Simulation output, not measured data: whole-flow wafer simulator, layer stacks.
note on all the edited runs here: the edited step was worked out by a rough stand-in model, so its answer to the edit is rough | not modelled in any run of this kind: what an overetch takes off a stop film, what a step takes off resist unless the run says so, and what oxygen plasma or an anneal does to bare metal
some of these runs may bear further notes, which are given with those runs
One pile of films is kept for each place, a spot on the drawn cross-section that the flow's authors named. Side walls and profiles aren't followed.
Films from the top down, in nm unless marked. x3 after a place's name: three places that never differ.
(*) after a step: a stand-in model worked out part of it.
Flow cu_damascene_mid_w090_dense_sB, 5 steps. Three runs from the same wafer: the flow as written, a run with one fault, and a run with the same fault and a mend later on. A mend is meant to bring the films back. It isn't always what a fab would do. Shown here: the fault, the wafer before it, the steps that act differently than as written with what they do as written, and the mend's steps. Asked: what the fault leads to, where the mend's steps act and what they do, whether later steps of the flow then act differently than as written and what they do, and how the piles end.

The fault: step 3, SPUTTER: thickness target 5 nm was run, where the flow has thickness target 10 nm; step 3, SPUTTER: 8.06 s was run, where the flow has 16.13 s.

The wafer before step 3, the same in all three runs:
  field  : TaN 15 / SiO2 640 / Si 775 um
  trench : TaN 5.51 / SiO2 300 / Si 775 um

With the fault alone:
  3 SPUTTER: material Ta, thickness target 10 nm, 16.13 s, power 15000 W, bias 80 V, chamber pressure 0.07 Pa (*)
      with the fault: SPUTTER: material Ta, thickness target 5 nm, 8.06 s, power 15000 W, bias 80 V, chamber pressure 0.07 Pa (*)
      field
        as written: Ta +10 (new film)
        with the fault: Ta +5 (new film)
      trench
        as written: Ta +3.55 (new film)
        with the fault: Ta +1.77 (new film)
  No later step of the flow acts differently than as written, at any place that is followed, by more than 2% or 0.5 nm, whichever is larger.
  At the end the piles differ from the flow's by more than 2% or 0.5 nm, whichever is larger, at field, trench.
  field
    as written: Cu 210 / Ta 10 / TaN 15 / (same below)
    with the fault: Cu 210 / Ta 5 / TaN 15 / (same below)
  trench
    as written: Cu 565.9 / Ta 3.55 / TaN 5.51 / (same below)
    with the fault: Cu 562.7 / Ta 1.77 / TaN 5.51 / (same below)

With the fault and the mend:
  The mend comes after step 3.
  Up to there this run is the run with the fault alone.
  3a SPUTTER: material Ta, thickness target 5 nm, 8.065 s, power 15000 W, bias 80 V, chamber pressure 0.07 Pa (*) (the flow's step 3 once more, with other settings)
      field
        Ta +5
      trench
        Ta +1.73
  No later step of the flow acts differently than as written at any place that is followed.
  At the end the piles differ from the flow's only slightly at the places that both follow, by at most 2% or 0.5 nm, whichever is larger.
